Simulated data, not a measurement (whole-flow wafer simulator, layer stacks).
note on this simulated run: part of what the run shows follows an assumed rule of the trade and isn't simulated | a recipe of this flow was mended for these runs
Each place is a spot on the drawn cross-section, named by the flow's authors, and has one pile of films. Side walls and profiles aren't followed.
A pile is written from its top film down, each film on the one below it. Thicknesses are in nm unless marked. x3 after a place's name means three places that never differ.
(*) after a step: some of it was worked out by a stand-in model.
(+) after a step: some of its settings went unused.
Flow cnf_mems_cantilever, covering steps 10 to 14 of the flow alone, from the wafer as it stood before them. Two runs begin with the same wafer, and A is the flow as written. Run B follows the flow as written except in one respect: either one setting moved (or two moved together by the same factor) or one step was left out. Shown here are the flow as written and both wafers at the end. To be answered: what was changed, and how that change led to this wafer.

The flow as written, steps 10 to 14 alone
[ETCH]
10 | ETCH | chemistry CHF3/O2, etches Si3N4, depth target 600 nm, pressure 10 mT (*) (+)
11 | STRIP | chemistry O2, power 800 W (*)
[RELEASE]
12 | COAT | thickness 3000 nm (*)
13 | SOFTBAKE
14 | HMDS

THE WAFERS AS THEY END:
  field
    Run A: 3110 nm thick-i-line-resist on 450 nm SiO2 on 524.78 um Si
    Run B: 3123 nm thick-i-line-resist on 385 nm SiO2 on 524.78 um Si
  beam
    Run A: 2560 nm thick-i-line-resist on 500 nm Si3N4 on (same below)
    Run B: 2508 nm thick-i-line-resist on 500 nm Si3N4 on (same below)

The reason: step 10, ETCH: depth target 730 nm was run, though the flow has depth target 600 nm.

Step by step, how the change led to this:
  10 | ETCH | chemistry CHF3/O2, etches Si3N4, depth target 600 nm, pressure 10 mT (*) (+)
      field: A Si3N4 loses 500 (all of it), SiO2 loses 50 | B Si3N4 loses 500 (all of it), SiO2 loses 115
      beam: A KrF-resist loses 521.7 | B KrF-resist loses 634.8
  11 | STRIP | chemistry O2, power 800 W (*)
      beam: A KrF-resist loses 460.9 (all of it) | B KrF-resist loses 347.9 (all of it)
  13 | SOFTBAKE
      field: A thick-i-line-resist gains 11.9 | B thick-i-line-resist gains 13.6
      beam: A thick-i-line-resist loses 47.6 | B thick-i-line-resist loses 54.4
